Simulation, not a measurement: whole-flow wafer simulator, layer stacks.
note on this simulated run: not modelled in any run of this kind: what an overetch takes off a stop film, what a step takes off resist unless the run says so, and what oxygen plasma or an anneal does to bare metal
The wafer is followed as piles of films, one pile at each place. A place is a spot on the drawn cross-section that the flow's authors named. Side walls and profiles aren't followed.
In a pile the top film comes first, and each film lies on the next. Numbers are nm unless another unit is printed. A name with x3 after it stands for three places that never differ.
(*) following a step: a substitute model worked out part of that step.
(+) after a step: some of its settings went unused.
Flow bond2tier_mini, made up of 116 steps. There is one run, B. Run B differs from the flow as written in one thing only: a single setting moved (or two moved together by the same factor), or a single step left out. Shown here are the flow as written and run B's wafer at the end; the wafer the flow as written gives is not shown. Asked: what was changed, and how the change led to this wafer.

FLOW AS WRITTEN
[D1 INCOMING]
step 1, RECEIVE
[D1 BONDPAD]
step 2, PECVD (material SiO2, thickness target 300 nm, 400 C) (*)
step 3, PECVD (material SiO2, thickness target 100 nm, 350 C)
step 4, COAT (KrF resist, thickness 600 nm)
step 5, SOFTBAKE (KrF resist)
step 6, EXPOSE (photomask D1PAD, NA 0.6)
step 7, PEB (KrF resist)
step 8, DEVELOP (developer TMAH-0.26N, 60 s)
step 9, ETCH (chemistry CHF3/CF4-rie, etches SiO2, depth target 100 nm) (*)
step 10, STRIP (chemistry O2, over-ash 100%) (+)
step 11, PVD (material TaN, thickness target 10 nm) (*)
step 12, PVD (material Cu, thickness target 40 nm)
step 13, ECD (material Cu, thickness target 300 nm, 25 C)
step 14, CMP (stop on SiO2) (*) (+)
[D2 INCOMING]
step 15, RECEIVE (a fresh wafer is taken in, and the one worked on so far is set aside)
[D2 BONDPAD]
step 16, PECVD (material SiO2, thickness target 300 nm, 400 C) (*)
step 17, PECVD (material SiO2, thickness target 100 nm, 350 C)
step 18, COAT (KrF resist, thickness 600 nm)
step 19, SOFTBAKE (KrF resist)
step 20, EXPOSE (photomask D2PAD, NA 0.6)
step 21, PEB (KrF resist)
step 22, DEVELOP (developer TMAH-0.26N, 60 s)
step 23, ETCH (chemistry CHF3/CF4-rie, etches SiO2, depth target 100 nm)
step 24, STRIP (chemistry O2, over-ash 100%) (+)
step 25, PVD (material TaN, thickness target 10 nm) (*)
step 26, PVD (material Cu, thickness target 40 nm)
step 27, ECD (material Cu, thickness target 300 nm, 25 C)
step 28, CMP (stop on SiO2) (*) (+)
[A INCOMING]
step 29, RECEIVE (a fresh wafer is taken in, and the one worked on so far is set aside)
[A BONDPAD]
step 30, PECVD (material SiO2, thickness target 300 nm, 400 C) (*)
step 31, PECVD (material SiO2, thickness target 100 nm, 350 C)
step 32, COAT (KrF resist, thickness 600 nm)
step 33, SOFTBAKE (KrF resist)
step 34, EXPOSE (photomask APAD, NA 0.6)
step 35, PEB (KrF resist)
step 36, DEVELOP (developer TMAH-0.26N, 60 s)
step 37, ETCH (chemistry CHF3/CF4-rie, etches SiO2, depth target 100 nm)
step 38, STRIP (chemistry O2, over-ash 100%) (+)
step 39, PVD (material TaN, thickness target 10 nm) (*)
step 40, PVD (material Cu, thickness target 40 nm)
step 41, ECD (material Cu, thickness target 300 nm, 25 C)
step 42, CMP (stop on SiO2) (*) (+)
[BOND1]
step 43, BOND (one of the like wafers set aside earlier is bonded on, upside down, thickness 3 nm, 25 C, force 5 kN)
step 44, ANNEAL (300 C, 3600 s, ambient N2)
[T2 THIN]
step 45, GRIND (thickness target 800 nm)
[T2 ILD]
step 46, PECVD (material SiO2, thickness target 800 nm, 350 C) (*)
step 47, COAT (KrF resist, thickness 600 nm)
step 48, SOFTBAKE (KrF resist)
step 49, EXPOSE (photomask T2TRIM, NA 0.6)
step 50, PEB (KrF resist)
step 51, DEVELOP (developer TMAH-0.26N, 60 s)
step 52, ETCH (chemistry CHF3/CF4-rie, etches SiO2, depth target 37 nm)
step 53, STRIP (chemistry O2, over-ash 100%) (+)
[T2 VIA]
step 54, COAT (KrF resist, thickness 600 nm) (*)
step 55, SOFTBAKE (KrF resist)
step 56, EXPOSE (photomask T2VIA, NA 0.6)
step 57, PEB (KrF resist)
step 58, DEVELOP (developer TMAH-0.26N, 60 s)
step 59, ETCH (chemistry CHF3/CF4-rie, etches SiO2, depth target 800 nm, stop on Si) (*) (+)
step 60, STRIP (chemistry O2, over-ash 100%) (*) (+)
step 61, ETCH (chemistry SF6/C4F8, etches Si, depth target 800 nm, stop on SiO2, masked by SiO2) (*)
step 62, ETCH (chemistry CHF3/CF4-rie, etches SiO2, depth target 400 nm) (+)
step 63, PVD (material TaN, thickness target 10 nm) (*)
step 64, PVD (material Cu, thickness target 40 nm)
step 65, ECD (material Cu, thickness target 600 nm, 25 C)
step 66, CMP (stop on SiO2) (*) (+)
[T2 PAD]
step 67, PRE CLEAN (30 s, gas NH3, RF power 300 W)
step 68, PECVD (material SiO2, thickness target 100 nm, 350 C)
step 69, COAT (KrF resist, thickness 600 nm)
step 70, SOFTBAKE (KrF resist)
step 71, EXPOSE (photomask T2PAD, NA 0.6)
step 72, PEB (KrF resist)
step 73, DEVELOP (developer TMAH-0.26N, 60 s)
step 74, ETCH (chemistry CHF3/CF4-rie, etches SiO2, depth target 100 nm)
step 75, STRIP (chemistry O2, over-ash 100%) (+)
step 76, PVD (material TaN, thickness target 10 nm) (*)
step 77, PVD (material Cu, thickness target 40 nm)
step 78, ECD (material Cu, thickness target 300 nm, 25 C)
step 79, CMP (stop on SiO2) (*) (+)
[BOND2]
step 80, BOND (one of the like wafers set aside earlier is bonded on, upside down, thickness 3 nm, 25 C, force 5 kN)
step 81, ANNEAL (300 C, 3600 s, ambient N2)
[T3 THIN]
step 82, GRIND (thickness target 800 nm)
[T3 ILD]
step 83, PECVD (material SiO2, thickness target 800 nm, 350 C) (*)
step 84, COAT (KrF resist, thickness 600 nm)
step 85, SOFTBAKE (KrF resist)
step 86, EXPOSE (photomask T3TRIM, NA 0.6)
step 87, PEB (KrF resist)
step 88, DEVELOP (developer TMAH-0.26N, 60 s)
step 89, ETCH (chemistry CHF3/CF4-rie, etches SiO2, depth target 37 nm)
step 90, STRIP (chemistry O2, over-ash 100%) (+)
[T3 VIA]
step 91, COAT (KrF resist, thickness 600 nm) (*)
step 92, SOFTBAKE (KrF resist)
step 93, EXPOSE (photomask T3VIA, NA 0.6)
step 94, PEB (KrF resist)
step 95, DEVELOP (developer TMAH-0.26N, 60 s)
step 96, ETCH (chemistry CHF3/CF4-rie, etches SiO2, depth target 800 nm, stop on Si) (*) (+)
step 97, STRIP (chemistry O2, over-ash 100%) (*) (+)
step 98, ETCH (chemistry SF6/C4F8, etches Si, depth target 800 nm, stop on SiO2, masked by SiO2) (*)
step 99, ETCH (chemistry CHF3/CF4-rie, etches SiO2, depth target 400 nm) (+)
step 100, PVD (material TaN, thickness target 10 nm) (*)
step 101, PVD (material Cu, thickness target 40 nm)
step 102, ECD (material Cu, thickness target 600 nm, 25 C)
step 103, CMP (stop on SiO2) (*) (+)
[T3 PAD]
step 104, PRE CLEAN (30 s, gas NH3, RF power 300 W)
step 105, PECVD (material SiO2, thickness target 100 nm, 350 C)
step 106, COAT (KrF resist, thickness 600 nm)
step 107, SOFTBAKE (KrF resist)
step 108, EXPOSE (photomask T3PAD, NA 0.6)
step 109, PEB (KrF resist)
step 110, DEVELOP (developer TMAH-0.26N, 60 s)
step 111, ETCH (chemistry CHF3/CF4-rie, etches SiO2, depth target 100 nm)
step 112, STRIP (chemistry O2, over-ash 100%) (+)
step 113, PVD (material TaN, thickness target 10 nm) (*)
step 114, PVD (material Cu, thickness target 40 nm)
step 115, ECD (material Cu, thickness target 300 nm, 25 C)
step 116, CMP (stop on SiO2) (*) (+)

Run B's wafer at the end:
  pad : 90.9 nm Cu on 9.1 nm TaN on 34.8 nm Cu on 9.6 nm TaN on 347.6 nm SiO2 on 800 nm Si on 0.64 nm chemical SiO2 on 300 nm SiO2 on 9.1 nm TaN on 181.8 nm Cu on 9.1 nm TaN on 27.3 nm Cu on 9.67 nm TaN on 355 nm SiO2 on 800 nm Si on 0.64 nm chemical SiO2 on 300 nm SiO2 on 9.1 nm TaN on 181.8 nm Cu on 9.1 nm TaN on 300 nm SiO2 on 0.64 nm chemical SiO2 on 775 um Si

The reason: step 89, ETCH: depth target 44.4 nm was run, whereas the flow has depth target 37 nm.

How this came from the change, step by step:
  step 89, ETCH (chemistry CHF3/CF4-rie, etches SiO2, depth target 37 nm)
      field: -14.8 KrF resist (in the flow as written it would be: -12.3 KrF resist)
      pad: -44.4 SiO2 (in the flow as written it would be: -37 SiO2)
